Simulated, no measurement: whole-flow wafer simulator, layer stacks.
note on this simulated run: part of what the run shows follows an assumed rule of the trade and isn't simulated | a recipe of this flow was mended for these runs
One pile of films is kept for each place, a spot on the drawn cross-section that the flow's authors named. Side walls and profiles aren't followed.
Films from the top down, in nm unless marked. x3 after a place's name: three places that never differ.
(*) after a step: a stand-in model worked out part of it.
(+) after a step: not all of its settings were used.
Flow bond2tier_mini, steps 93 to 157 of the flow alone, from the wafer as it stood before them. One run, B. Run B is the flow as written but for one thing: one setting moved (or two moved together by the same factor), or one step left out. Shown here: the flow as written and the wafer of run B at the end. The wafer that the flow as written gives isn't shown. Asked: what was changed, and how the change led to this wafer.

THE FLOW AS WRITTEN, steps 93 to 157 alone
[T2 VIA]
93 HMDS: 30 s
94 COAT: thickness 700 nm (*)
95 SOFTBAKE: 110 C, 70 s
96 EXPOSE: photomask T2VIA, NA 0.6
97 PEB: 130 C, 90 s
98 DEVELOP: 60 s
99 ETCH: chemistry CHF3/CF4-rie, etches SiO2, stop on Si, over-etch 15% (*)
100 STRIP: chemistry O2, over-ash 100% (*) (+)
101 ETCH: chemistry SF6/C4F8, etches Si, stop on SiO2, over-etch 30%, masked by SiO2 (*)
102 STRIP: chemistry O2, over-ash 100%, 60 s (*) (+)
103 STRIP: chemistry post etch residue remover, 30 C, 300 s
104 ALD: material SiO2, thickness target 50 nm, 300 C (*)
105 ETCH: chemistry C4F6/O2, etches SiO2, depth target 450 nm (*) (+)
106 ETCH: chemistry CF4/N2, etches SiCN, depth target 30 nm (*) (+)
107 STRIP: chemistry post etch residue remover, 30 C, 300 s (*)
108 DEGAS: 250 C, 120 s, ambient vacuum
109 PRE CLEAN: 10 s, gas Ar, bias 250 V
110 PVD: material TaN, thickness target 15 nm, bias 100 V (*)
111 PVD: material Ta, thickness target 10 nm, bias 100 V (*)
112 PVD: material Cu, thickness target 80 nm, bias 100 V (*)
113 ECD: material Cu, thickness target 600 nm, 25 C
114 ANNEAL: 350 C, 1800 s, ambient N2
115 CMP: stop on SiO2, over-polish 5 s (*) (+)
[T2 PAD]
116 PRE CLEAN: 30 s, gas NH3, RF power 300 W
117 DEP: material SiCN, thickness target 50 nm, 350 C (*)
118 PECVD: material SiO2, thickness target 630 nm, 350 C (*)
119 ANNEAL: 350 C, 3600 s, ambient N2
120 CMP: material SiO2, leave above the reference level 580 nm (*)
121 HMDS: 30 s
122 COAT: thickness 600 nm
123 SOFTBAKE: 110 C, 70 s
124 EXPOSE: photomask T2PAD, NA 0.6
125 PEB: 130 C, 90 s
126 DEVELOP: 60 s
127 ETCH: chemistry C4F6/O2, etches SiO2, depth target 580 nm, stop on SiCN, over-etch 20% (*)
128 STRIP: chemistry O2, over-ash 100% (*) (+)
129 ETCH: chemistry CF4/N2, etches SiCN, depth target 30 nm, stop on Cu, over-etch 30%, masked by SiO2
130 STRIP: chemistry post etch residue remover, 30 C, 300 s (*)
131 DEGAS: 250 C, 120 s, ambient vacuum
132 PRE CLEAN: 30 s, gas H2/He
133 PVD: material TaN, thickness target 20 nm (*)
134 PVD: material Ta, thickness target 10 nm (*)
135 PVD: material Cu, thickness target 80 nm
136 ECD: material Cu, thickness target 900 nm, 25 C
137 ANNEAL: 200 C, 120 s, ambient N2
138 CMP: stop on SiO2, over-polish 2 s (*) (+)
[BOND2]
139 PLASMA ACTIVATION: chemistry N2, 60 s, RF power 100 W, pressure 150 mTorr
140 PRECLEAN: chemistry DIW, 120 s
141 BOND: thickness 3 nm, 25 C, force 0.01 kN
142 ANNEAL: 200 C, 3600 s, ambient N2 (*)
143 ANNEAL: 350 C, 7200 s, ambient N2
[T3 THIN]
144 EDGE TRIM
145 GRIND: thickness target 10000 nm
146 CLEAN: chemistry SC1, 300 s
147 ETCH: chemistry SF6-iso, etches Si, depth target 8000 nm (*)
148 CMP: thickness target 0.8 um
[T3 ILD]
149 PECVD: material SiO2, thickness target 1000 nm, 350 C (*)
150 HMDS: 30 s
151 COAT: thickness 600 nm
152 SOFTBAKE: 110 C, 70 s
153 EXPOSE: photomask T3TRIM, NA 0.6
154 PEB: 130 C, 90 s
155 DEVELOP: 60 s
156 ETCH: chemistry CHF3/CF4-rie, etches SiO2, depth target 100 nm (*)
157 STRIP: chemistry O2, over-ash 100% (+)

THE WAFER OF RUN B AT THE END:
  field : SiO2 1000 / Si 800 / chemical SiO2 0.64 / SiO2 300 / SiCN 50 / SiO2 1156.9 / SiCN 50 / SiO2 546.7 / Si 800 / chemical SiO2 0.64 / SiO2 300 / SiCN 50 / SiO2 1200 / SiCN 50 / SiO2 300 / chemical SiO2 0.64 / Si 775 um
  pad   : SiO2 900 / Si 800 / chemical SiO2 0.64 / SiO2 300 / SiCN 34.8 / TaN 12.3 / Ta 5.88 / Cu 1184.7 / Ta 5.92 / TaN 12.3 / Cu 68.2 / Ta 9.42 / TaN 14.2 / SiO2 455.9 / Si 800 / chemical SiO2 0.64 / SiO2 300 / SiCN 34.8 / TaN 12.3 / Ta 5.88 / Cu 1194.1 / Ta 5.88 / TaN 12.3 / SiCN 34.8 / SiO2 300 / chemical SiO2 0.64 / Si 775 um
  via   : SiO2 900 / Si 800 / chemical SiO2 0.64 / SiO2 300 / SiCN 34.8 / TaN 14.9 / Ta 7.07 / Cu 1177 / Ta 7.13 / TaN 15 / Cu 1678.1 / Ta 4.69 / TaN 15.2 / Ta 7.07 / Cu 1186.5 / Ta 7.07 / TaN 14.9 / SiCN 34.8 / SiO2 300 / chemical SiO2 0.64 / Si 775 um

The cause: step 104, ALD: thickness target 39.2 nm was run, where the flow has thickness target 50 nm.

How the change led to this, step by step:
  104 ALD: material SiO2, thickness target 50 nm, 300 C (*)
      field, pad, via: SiO2 +39.2 (as written it would be: SiO2 +50)
  105 ETCH: chemistry C4F6/O2, etches SiO2, depth target 450 nm (*) (+)
      via: SiO2 -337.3 (all of it), SiCN -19 (as written it would be: SiO2 -348.1 (all of it), SiCN -17.2)
  106 ETCH: chemistry CF4/N2, etches SiCN, depth target 30 nm (*) (+)
      via: SiCN -15.8 (all of it), TaN -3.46 (as written it would be: SiCN -17.6 (all of it), TaN -3.01)
  112 PVD: material Cu, thickness target 80 nm, bias 100 V (*)
      via: Cu +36 (new film) (as written it would be: Cu +35 (new film))
